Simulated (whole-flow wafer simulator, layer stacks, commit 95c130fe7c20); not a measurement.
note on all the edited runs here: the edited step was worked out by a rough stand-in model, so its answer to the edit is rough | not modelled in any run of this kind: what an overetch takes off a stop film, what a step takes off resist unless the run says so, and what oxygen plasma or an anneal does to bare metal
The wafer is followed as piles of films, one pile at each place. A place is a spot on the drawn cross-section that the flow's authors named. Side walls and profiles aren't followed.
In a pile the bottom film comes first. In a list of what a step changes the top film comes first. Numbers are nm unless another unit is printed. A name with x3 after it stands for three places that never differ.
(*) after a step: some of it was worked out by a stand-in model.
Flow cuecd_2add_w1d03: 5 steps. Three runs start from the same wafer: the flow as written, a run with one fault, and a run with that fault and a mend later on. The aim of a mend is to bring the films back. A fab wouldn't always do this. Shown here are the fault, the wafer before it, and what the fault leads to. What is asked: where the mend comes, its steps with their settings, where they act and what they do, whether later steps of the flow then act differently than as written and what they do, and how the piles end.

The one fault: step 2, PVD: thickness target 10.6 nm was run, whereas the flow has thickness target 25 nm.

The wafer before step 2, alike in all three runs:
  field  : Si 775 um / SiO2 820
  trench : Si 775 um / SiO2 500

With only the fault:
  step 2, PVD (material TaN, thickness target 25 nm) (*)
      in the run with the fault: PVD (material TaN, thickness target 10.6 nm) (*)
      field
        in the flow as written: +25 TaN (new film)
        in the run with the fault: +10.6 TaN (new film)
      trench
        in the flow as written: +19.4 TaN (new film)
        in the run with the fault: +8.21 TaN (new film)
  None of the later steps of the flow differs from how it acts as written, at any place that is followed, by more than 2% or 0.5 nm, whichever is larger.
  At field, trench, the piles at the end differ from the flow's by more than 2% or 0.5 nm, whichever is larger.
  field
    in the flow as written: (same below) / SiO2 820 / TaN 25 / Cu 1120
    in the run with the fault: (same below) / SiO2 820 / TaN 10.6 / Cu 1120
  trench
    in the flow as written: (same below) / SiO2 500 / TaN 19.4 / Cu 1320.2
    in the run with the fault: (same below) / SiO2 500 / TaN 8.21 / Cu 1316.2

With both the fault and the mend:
  The mend follows step 2.
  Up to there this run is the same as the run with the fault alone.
  step 2a, PVD (material TaN, thickness target 14.4 nm) (*) (the flow's step 2, run once more with other settings)
      field
        +14.4 TaN
      trench
        +11.1 TaN
  None of the later steps of the flow differs from how it acts as written, at any place that is followed, by more than 2% or 0.5 nm, whichever is larger.
  At the end the piles are close to the flow's at the places that both follow, differing by at most 2% or 0.5 nm, whichever is larger.
